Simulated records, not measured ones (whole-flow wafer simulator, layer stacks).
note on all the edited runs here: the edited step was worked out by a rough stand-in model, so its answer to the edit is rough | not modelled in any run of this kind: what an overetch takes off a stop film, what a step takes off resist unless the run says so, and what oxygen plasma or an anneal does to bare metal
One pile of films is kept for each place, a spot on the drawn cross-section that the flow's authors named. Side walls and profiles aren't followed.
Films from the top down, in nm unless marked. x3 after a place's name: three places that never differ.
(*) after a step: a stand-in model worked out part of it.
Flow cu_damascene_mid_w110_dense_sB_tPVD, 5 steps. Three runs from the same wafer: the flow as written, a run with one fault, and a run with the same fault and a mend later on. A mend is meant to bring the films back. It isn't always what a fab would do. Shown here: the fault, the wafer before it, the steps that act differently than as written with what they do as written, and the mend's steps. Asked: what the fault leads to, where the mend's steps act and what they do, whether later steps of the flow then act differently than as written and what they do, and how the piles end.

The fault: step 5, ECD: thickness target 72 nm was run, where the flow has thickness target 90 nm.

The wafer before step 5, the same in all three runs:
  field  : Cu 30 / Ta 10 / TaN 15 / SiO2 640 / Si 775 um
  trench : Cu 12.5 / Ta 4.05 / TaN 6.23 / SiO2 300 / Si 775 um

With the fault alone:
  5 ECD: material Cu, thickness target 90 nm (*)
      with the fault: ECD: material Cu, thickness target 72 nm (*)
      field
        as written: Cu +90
        with the fault: Cu +72
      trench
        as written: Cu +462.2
        with the fault: Cu +444.2
  No later step of the flow acts differently than as written at any place that is followed.
  At the end the piles differ from the flow's by more than 2% or 0.5 nm, whichever is larger, at field, trench.
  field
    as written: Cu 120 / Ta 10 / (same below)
    with the fault: Cu 102 / Ta 10 / (same below)
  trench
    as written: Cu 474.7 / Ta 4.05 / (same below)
    with the fault: Cu 456.7 / Ta 4.05 / (same below)

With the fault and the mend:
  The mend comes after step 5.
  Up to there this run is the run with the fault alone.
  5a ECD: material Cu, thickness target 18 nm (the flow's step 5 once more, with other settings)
      field, trench
        Cu +18
  No later step of the flow acts differently than as written at any place that is followed.
  At the end the piles are the same as the flow's at every place that both follow.
